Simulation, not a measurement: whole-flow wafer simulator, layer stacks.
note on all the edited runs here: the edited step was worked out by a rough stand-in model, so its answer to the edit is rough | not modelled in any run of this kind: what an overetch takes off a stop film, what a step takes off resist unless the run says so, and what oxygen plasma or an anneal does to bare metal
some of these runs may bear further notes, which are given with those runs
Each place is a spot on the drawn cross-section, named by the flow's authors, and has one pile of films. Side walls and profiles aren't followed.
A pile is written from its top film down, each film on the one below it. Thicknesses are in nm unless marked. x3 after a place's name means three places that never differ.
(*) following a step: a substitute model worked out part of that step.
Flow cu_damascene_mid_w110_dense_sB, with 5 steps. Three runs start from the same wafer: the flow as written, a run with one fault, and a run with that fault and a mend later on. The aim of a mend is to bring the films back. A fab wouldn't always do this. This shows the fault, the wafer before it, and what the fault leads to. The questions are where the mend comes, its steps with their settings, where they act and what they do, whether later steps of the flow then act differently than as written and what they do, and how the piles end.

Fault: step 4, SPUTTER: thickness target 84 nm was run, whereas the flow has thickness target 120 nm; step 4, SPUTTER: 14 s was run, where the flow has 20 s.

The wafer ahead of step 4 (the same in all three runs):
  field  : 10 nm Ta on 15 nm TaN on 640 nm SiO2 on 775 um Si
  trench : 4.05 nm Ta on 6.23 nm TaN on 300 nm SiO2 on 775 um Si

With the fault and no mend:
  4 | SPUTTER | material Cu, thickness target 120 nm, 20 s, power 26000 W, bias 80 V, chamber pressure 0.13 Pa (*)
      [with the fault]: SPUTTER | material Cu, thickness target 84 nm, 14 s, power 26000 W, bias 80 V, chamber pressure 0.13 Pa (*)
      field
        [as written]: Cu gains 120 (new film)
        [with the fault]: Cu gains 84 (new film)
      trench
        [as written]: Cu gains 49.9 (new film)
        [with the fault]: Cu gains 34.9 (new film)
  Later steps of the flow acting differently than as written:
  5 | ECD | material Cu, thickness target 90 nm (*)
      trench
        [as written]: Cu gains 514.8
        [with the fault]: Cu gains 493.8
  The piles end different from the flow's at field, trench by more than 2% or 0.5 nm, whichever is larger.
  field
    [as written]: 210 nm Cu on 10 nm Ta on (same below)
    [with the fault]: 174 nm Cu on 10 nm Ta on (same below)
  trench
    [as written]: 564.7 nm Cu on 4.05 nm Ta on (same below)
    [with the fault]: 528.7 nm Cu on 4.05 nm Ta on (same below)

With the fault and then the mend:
  The mend stands after step 4.
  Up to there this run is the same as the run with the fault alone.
  4a | SPUTTER | material Cu, thickness target 36 nm, 6 s, power 26000 W, bias 80 V, chamber pressure 0.13 Pa (*) (a further turn of the flow's step 4, with different settings)
      field
        Cu gains 36
      trench
        Cu gains 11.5
  Later steps of the flow that are run all act as written at every place that is followed, up to a difference of at most 2% or 0.5 nm, whichever is larger.
  The piles end the same as the flow's at every place that both follow.
